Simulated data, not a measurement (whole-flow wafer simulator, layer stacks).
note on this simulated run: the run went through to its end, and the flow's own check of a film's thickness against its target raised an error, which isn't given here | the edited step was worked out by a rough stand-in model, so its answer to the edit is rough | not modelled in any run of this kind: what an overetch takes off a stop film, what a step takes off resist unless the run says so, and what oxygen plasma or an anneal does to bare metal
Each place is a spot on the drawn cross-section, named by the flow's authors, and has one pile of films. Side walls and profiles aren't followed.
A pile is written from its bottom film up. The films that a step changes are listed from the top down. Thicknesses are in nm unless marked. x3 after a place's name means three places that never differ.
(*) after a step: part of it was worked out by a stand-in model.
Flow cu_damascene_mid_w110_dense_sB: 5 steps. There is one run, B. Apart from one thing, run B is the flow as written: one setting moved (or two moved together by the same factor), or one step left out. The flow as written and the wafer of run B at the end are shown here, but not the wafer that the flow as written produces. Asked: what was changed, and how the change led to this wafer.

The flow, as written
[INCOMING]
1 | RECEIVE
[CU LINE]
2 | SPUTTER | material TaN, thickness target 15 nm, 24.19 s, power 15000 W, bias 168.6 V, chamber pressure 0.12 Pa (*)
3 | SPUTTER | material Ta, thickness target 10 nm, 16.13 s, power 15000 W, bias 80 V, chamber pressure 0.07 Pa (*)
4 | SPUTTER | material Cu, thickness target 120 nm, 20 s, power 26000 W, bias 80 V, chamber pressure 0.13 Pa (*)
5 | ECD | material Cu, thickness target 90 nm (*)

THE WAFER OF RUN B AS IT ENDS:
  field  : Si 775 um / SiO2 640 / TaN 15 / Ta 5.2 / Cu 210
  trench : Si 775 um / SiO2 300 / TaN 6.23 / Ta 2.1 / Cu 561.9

Cause: step 3, SPUTTER: thickness target 5.2 nm was run, though the flow has thickness target 10 nm; step 3, SPUTTER: 8.47 s was run, where the flow has 16.13 s.
The wafer lets one read it off: field has Ta 5.2, and step 3 as written asks for 10 nm.

How this came from the change, step by step:
  3 | SPUTTER | material Ta, thickness target 10 nm, 16.13 s, power 15000 W, bias 80 V, chamber pressure 0.07 Pa (*)
      field: Ta gains 5.2 (new film) (as written it would have been: Ta gains 10 (new film))
      trench: Ta gains 2.1 (new film) (as written it would have been: Ta gains 4.05 (new film))
